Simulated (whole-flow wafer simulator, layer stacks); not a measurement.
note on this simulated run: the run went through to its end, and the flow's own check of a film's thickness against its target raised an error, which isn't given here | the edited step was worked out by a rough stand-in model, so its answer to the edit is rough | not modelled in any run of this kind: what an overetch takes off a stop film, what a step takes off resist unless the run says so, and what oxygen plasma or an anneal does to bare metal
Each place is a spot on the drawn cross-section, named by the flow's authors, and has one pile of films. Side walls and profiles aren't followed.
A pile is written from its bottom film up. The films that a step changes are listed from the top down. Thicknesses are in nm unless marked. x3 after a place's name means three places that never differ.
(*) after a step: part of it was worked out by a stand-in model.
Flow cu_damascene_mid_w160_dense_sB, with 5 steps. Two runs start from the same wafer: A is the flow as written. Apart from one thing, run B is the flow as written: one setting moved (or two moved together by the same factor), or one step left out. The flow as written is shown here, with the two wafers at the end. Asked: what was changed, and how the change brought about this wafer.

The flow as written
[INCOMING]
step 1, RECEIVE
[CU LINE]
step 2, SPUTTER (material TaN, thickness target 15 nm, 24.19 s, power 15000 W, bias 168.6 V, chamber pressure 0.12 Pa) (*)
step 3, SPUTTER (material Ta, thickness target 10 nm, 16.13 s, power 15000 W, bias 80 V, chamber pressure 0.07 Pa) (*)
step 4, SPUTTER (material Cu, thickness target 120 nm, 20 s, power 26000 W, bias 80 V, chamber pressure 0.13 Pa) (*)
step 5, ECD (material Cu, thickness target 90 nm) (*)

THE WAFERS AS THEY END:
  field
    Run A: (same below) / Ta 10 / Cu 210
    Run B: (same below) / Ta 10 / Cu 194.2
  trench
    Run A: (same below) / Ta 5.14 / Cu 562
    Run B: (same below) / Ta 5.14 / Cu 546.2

What caused this: step 5, ECD: thickness target 74.2 nm was run, though the flow has thickness target 90 nm.

The path from the change to this, step by step:
  step 5, ECD (material Cu, thickness target 90 nm) (*)
      field: A Cu gains 90 | B Cu gains 74.2
      trench: A Cu gains 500 | B Cu gains 484.2
